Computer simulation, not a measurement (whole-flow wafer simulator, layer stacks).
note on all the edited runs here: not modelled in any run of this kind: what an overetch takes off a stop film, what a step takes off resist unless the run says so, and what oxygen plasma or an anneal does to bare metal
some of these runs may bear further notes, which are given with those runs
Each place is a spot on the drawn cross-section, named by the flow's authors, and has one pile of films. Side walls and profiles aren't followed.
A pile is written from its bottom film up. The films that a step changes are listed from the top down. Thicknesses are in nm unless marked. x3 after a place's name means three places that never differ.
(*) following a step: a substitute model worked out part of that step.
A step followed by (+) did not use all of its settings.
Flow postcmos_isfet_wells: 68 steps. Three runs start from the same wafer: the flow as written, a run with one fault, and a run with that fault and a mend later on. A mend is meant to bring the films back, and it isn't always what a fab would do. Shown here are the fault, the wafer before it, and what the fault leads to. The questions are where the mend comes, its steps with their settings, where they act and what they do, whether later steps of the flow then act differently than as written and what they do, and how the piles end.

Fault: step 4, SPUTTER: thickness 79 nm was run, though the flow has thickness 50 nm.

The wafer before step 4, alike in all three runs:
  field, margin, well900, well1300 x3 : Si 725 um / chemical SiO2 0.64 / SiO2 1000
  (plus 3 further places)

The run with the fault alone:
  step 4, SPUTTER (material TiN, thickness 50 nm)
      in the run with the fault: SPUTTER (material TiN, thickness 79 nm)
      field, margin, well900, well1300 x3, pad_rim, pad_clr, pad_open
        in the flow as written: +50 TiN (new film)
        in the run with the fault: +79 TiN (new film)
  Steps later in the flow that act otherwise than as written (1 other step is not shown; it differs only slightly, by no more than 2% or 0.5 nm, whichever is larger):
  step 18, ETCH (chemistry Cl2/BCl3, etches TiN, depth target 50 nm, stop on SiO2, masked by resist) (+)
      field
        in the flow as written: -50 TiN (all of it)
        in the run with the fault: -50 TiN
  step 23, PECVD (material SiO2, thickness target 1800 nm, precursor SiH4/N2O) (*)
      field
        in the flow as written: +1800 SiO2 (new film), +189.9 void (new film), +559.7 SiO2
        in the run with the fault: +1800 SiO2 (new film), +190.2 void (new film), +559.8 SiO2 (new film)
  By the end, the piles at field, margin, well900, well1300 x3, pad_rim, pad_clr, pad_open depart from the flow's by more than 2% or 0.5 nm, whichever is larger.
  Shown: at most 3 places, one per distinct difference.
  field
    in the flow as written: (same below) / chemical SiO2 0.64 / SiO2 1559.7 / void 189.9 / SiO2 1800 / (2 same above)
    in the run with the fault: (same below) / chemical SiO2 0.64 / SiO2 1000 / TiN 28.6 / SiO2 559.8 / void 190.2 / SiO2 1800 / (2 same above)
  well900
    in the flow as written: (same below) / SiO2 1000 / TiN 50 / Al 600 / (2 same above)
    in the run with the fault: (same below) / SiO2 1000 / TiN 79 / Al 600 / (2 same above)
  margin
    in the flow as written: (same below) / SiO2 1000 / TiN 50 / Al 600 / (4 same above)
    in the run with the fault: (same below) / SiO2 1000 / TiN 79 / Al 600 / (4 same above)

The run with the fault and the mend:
  The mend follows step 4.
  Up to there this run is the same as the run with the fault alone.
  step 4a, ETCH (chemistry peroxide tin strip, depth target 90.85 nm)
      field, margin, well900, well1300 x3, pad_rim, pad_clr, pad_open
        -79 TiN (all of it)
  step 4b, SPUTTER (material TiN, thickness 50 nm) (the flow's step 4, run once more)
      field, margin, well900, well1300 x3, pad_rim, pad_clr, pad_open
        +50 TiN (new film)
  None of the later steps of the flow acts differently than as written at any place that is followed.
  By the end, the piles equal the flow's at every place that both follow.
